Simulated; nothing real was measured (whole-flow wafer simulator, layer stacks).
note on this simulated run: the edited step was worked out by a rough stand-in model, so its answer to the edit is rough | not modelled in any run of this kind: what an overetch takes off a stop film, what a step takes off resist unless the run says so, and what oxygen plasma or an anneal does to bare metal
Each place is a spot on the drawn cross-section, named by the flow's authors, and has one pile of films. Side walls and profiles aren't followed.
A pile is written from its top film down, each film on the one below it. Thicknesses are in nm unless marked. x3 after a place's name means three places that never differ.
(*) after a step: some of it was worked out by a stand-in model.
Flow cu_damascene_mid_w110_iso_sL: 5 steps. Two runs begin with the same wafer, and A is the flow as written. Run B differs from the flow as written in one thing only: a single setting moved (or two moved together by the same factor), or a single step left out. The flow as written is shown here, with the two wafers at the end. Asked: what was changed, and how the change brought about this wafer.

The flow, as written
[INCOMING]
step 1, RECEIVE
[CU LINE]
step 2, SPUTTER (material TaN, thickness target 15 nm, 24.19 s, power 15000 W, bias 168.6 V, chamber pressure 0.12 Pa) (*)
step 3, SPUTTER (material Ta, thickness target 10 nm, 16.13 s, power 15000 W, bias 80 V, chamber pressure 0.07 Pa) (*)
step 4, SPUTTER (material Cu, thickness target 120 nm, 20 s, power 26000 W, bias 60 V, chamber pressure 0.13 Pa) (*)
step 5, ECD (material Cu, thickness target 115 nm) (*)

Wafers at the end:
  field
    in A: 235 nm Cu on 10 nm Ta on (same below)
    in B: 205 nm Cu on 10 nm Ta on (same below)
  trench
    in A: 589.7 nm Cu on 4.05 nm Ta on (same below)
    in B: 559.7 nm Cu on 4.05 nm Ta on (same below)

What caused this: step 4, SPUTTER: thickness target 90 nm was run, whereas the flow has thickness target 120 nm; step 4, SPUTTER: 15 s was run, where the flow has 20 s.

How this came from the change, step by step:
  step 4, SPUTTER (material Cu, thickness target 120 nm, 20 s, power 26000 W, bias 60 V, chamber pressure 0.13 Pa) (*)
      field: A +120 Cu (new film) | B +90 Cu (new film)
      trench: A +49.9 Cu (new film) | B +37.5 Cu (new film)
  step 5, ECD (material Cu, thickness target 115 nm) (*)
      trench: A +539.8 Cu | B +522.3 Cu
